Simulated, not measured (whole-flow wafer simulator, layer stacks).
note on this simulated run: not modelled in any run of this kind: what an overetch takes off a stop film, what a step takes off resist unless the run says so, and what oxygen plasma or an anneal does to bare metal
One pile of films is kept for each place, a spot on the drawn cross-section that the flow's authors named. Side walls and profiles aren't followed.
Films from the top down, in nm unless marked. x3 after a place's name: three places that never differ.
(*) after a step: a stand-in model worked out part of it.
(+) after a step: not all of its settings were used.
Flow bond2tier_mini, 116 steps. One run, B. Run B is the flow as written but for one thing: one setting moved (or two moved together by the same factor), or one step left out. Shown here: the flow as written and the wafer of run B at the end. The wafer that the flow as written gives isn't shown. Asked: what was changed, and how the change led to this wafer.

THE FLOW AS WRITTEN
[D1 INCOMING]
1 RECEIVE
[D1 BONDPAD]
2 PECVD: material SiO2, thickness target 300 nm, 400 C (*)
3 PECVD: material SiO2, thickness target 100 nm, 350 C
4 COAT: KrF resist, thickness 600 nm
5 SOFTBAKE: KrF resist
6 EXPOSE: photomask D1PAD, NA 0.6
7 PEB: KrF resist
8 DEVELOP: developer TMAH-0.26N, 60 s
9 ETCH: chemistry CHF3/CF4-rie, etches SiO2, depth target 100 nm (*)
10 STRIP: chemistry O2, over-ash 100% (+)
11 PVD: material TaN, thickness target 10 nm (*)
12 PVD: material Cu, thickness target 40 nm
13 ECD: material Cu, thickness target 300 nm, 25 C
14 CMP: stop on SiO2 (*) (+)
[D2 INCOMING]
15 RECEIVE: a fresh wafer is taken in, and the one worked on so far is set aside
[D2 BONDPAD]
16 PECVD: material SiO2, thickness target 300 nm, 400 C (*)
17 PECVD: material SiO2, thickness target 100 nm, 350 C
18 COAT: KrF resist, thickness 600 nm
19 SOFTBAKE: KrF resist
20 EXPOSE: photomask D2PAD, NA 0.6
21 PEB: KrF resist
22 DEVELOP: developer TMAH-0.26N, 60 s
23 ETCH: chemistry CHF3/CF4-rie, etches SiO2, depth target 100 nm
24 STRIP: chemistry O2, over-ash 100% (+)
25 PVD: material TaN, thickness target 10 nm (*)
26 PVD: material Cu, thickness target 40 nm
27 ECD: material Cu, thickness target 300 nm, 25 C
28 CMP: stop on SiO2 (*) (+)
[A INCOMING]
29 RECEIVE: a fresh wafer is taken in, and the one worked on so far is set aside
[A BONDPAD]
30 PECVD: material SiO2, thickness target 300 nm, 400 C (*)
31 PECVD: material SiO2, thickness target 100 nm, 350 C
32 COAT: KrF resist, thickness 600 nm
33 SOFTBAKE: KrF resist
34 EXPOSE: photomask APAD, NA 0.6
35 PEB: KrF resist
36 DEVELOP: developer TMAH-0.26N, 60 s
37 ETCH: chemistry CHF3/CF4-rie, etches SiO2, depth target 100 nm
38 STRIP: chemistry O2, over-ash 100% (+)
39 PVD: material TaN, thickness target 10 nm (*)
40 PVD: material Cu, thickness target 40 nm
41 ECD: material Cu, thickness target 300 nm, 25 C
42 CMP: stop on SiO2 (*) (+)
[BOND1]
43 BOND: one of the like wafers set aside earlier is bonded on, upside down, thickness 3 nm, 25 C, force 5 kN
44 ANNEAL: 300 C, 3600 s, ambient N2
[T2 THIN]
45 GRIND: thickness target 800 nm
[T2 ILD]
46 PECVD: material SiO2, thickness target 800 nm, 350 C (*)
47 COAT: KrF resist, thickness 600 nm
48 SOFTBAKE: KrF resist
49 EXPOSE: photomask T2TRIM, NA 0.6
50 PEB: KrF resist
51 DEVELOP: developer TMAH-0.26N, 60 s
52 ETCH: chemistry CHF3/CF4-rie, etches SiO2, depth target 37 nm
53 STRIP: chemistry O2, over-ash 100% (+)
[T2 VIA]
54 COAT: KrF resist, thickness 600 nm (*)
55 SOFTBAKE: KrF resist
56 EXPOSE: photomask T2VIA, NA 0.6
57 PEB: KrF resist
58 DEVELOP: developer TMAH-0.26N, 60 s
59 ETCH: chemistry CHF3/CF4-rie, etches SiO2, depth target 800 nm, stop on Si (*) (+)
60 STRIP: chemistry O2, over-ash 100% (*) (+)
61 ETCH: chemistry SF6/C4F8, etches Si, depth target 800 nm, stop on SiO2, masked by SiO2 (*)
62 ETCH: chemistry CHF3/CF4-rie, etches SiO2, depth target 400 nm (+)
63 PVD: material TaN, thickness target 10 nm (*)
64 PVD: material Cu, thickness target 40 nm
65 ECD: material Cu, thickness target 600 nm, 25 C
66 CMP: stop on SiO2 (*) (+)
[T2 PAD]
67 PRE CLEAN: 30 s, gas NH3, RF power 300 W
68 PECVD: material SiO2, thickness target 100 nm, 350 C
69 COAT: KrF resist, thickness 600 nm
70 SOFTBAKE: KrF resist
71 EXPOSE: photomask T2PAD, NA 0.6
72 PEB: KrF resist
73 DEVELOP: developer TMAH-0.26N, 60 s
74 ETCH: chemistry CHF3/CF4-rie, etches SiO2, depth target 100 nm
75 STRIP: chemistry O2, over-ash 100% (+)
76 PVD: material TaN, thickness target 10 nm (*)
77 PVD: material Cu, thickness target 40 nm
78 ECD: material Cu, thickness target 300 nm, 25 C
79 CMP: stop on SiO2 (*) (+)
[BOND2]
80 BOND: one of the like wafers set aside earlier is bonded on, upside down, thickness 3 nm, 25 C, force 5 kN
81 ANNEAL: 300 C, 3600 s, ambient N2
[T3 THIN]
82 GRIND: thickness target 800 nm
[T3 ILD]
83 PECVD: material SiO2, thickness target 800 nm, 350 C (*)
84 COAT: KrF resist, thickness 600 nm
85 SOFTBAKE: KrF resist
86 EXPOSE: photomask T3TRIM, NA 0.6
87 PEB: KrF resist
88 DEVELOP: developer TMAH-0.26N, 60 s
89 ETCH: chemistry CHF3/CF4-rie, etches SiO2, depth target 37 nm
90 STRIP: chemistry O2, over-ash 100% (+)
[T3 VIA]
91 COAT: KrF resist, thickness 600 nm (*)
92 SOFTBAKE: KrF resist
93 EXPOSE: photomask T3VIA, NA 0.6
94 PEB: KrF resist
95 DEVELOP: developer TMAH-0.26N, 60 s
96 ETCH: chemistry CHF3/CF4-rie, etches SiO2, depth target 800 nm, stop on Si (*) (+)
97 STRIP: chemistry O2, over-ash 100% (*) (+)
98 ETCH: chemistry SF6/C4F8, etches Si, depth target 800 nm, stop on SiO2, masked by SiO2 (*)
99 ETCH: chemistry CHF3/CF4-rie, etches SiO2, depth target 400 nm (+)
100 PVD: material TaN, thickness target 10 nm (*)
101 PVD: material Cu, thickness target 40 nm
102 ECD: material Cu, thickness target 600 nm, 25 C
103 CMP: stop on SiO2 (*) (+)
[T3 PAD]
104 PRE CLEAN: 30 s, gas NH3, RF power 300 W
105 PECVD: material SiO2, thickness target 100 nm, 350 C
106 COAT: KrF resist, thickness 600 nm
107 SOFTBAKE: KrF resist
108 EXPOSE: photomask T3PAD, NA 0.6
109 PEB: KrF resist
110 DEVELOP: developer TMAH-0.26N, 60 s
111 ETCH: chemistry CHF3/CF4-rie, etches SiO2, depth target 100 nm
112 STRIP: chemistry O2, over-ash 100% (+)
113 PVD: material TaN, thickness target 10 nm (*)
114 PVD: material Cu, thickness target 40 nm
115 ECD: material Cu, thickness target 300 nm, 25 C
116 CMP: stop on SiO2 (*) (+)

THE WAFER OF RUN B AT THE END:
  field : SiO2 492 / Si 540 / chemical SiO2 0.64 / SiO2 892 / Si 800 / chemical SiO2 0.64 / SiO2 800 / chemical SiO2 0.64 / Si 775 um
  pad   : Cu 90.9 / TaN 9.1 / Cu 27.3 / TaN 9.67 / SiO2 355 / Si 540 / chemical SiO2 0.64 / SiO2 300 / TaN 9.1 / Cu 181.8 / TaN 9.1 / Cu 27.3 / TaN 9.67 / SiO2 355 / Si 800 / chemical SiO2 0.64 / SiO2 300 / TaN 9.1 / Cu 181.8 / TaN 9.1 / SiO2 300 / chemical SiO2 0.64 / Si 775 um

The cause: step 82, GRIND: thickness target 540 nm was run, where the flow has thickness target 800 nm.
It can be read off the wafer: field has Si 540, and step 82 as written asks for 800 nm.

How the change led to this, step by step:
  82 GRIND: thickness target 800 nm
      field, pad: Si -774.46 um (as written it would be: Si -774.2 um)
